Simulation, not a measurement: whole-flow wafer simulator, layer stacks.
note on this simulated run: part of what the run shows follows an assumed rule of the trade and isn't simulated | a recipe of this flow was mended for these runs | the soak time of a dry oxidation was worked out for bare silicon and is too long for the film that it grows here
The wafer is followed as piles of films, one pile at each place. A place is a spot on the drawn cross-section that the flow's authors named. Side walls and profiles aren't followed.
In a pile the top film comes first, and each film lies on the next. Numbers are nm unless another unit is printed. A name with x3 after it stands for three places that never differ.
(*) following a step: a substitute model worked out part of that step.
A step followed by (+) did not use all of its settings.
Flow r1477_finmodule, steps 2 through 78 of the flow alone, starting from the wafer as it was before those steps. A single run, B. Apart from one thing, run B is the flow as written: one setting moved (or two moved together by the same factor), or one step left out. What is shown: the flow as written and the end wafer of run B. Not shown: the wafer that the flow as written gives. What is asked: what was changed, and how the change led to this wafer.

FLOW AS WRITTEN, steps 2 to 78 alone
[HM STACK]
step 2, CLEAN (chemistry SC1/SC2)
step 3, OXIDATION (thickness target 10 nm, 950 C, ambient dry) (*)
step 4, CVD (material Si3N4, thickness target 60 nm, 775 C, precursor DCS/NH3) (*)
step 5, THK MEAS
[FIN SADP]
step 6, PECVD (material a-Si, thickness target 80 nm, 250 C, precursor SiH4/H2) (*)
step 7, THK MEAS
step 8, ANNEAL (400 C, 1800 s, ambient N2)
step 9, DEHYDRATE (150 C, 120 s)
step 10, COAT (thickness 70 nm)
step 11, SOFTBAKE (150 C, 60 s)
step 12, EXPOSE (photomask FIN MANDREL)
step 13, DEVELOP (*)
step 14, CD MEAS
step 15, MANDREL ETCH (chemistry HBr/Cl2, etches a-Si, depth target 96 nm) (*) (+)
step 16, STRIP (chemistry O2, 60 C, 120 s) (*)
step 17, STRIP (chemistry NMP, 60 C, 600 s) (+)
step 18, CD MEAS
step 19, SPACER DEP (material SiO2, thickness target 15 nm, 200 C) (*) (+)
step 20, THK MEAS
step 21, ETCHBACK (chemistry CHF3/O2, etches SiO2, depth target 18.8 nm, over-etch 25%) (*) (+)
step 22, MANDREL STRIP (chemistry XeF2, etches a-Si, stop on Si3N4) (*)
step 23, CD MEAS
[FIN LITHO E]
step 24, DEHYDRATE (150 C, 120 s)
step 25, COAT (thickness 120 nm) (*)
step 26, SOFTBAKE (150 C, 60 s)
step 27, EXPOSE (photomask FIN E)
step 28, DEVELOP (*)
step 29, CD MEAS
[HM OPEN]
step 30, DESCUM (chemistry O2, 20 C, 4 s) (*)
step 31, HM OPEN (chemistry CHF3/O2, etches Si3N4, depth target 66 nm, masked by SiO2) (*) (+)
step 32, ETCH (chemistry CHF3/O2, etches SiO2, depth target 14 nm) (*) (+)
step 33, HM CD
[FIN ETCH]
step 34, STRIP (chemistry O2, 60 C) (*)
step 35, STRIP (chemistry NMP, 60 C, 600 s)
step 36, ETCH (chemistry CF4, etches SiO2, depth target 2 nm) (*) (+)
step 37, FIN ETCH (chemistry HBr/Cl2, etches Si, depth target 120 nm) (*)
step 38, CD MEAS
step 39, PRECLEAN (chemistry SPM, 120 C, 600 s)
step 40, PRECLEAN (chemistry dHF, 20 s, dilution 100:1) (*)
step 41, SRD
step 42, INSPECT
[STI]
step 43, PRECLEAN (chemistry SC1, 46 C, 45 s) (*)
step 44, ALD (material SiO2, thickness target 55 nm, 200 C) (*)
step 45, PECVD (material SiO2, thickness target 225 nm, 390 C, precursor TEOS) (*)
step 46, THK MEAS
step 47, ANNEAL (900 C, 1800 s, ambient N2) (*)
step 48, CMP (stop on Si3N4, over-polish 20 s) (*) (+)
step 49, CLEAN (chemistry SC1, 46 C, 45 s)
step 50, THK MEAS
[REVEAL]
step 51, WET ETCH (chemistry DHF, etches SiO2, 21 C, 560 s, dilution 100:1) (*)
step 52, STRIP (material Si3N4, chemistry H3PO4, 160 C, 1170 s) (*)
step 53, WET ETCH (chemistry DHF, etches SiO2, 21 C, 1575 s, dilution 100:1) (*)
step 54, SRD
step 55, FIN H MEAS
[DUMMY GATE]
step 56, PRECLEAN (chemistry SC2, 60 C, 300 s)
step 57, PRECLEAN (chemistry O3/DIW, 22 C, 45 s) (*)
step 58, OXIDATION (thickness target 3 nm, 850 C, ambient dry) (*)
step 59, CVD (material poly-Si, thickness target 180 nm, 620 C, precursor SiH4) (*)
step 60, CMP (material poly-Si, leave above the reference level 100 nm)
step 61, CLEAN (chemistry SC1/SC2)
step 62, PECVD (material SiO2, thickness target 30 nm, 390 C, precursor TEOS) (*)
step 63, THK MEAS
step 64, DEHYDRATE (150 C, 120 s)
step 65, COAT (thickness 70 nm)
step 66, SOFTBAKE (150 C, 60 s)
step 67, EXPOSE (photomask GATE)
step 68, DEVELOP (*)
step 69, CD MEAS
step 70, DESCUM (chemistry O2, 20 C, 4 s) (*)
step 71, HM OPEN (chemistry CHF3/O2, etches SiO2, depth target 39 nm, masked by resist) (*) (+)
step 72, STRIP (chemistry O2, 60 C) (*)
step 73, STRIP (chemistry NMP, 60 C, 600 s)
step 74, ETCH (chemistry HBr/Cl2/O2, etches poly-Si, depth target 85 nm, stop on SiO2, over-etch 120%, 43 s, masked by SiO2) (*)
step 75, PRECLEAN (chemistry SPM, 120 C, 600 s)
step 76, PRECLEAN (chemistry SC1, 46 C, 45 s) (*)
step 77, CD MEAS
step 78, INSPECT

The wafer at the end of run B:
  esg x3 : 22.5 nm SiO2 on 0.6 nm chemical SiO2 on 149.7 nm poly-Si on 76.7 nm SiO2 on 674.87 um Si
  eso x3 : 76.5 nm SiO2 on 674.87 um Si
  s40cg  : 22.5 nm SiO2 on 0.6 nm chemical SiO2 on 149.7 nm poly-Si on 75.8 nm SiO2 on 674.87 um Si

The reason: step 6, PECVD: thickness target 56 nm was run, while the flow as written has thickness target 80 nm.

Step by step, how the change led to this:
  step 6, PECVD (material a-Si, thickness target 80 nm, 250 C, precursor SiH4/H2) (*)
      pad, padg, elg x4 and 30 more: +56 a-Si (new film) (in the flow as written it would be: +80 a-Si (new film))
  step 15, MANDREL ETCH (chemistry HBr/Cl2, etches a-Si, depth target 96 nm) (*) (+)
      pad, padg, elg x4 and 24 more: -56 a-Si (all of it), -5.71 Si3N4 (in the flow as written it would be: -80 a-Si (all of it), -2.29 Si3N4)
  step 22, MANDREL STRIP (chemistry XeF2, etches a-Si, stop on Si3N4) (*)
      s40cg, s45cg, s50cg, s40co, s45co, s50co: -55 a-Si (all of it) (in the flow as written it would be: -79 a-Si (all of it))
  step 25, COAT (thickness 120 nm) (*)
      s40cg, s40co: +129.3 e-beam-resist (new film) (in the flow as written it would be: +136.7 e-beam-resist (new film))
      s40sg, s40so: +138.6 e-beam-resist (new film) (in the flow as written it would be: +142.6 e-beam-resist (new film))
      (and at 14 other places as well)
  step 28, DEVELOP (*)
      s40cg, s40co: -129.3 e-beam-resist (all of it) (in the flow as written it would be: -136.7 e-beam-resist (all of it))
      s40sg, s40so: -138.6 e-beam-resist (all of it) (in the flow as written it would be: -142.6 e-beam-resist (all of it))
      (and at 14 other places as well)
  step 31, HM OPEN (chemistry CHF3/O2, etches Si3N4, depth target 66 nm, masked by SiO2) (*) (+)
      pad, padg, esg x3 and 11 more: -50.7 Si3N4 (all of it), -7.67 SiO2 (in the flow as written it would be: -54.1 Si3N4 (all of it), -5.95 SiO2)
  step 32, ETCH (chemistry CHF3/O2, etches SiO2, depth target 14 nm) (*) (+)
      pad, padg, esg x3 and 11 more: -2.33 SiO2 (all of it), -2.33 Si (in the flow as written it would be: -4.05 SiO2 (all of it), -1.99 Si)
  step 37, FIN ETCH (chemistry HBr/Cl2, etches Si, depth target 120 nm) (*)
      s40sg_line, s45sg_line, s50sg_line, s40so_line, s45so_line, s50so_line: -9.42 SiO2 (all of it) (in the flow as written it would be: -9.23 SiO2)
  step 40, PRECLEAN (chemistry dHF, 20 s, dilution 100:1) (*)
      s40sg_line, s45sg_line, s50sg_line, s40so_line, s45so_line, s50so_line: -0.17 Si3N4 (in the flow as written it would be: -3.61 SiO2)
  step 44, ALD (material SiO2, thickness target 55 nm, 200 C) (*)
      s40sg_line, s45sg_line, s50sg_line, s40so_line, s45so_line, s50so_line: +55 SiO2 (new film) (in the flow as written it would be: +55 SiO2)
      s40cg, s45cg, s50cg, s40co, s45co, s50co: +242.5 SiO2 (new film) (in the flow as written it would be: +263.2 SiO2 (new film))
      (and at 6 other places as well)
  step 48, CMP (stop on Si3N4, over-polish 20 s) (*) (+)
      s40cg, s40sg, s45cg and 9 more: -271 SiO2 (in the flow as written it would be: -288.1 SiO2)
      s40sg_line, s45sg_line, s50sg_line, s40so_line, s45so_line, s50so_line: -269.9 SiO2 (all of it), -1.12 Si3N4 (in the flow as written it would be: -287 SiO2 (all of it), -1.12 Si3N4)
      (and at 2 other places as well)
  step 52, STRIP (material Si3N4, chemistry H3PO4, 160 C, 1170 s) (*)
      elg x4, elo x4: -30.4 Si3N4 (all of it), -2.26 SiO2 (in the flow as written it would be: -33.9 Si3N4 (all of it), -2.15 SiO2)
      s40sg_line, s45sg_line, s50sg_line, s40so_line, s45so_line, s50so_line: -51.5 Si3N4 (all of it), -1.6 SiO2 (in the flow as written it would be: -55.1 Si3N4 (all of it), -1.49 SiO2)
  step 60, CMP (material poly-Si, leave above the reference level 100 nm)
      pad, padg: -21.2 poly-Si (in the flow as written it would be: -24.8 poly-Si)
  step 74, ETCH (chemistry HBr/Cl2/O2, etches poly-Si, depth target 85 nm, stop on SiO2, over-etch 120%, 43 s, masked by SiO2) (*)
      eso x3, e200so, s40co, s40so, s45co, s45so, s50co, s50so: -1.12 chemical SiO2 (all of it), -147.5 poly-Si (all of it), -0.2 SiO2 (in the flow as written it would be: -1.12 chemical SiO2 (all of it), -143.9 poly-Si (all of it), -0.22 SiO2)
      pad: -1.12 chemical SiO2 (all of it), -156.4 poly-Si (all of it), -0.15 SiO2 (in the flow as written it would be: -1.12 chemical SiO2 (all of it), -152.8 poly-Si (all of it), -0.17 SiO2)
